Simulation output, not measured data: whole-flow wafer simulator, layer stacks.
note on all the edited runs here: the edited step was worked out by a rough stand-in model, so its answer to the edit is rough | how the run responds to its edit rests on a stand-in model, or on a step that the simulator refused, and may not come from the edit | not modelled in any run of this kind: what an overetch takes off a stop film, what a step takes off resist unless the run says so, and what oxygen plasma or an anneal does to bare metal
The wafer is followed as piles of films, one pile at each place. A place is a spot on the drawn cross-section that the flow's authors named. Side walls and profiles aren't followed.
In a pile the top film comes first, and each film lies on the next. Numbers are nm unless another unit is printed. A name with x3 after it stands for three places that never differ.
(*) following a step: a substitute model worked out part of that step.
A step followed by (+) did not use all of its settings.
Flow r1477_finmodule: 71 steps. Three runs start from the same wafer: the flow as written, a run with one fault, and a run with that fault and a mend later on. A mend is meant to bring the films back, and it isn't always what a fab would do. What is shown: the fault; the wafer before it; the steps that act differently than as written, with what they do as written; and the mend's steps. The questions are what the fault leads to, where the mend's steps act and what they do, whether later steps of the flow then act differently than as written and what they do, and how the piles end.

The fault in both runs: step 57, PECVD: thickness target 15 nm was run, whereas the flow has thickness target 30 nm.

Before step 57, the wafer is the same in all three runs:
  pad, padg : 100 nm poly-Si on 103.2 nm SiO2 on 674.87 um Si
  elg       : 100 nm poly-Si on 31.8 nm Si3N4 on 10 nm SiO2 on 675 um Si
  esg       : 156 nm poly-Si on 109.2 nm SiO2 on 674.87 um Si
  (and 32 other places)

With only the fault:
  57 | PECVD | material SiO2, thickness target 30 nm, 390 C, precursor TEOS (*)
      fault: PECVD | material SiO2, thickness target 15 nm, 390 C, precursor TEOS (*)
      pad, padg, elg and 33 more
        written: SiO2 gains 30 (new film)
        fault: SiO2 gains 15 (new film)
  Steps further on in the flow that do not act as written (3 more steps, not shown, differ only slightly: by at most 2% or 0.5 nm, whichever is larger):
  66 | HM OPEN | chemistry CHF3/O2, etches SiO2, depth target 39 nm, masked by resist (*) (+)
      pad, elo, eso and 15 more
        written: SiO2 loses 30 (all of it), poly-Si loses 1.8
        fault: SiO2 loses 15 (all of it), poly-Si loses 1.5
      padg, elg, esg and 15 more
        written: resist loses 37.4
        fault: resist loses 21.6
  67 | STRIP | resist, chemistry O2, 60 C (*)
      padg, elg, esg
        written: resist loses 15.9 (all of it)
        fault: resist loses 31.7 (all of it)
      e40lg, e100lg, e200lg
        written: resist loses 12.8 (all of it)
        fault: resist loses 28.6 (all of it)
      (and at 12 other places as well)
  At padg, elg, esg and 15 more, the piles at the end differ from the flow's by more than 2% or 0.5 nm, whichever is larger.
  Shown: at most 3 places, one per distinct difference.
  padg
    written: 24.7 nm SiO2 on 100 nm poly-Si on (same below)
    fault: 9.7 nm SiO2 on 100 nm poly-Si on (same below)
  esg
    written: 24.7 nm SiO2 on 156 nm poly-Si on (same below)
    fault: 9.7 nm SiO2 on 156 nm poly-Si on (same below)
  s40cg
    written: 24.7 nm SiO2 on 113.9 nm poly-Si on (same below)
    fault: 9.7 nm SiO2 on 113.9 nm poly-Si on (same below)

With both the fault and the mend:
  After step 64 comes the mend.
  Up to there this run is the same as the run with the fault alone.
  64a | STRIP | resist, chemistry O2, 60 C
      padg, elg, esg
        resist loses 70 (all of it)
      e40lg, e100lg, e200lg
        resist loses 66.9 (all of it)
      s40sg, s45sg
        resist loses 91 (all of it)
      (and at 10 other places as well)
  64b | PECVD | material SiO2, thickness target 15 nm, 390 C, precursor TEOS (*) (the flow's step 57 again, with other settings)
      pad, padg, elg and 33 more
        SiO2 gains 15
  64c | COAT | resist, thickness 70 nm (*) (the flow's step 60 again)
      e40lg, e100lg, e200lg, elo, e40lo, e100lo, e200lo
        resist gains 66.9 (new film)
      pad, padg, elg, esg
        resist gains 70 (new film)
      s40sg, s45sg, s40so, s45so
        resist gains 91 (new film)
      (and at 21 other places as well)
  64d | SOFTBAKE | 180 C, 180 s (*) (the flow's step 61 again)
      leaves every film unchanged at each place that is followed
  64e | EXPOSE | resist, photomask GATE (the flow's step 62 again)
      leaves every film unchanged at each place that is followed
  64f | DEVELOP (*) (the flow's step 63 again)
      elo, e40lo, e100lo, e200lo
        resist loses 66.9 (all of it)
      eso, e40so
        resist loses 129.5 (all of it)
      s40so, s45so
        resist loses 91 (all of it)
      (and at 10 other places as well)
  None of the later steps of the flow acts differently than as written at any place that is followed.
  At every place that both follow, the piles at the end match the flow's.
